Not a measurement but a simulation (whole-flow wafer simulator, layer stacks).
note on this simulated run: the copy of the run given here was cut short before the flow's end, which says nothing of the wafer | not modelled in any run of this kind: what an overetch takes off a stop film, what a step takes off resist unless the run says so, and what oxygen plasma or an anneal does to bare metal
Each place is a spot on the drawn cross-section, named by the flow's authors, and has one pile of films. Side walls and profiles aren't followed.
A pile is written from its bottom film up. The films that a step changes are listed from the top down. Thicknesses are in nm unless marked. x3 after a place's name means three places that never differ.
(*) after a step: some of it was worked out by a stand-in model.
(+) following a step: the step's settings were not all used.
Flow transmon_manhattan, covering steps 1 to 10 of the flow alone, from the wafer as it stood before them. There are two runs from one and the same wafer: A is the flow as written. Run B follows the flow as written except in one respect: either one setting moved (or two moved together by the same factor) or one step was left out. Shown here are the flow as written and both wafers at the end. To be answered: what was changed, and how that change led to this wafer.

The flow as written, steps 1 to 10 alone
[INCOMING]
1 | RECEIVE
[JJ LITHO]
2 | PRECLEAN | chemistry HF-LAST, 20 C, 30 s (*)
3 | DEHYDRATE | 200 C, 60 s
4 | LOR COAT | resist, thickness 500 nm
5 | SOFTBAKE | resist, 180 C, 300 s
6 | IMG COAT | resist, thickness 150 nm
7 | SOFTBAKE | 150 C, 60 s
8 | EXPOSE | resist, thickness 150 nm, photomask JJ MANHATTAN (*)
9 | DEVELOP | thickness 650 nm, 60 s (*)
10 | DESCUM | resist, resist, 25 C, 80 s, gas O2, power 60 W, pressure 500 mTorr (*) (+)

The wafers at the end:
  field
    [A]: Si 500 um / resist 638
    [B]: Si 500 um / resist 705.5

The reason: step 6, IMG COAT: thickness 217.5 nm was run, while the flow as written has thickness 150 nm.

Step by step, how the change led to this:
  6 | IMG COAT | resist, thickness 150 nm
      field, chan_a x2: A resist gains 150 | B resist gains 217.5
  9 | DEVELOP | thickness 650 nm, 60 s (*)
      chan_a x2: A resist loses 650 (all of it) | B resist loses 717.5 (all of it)
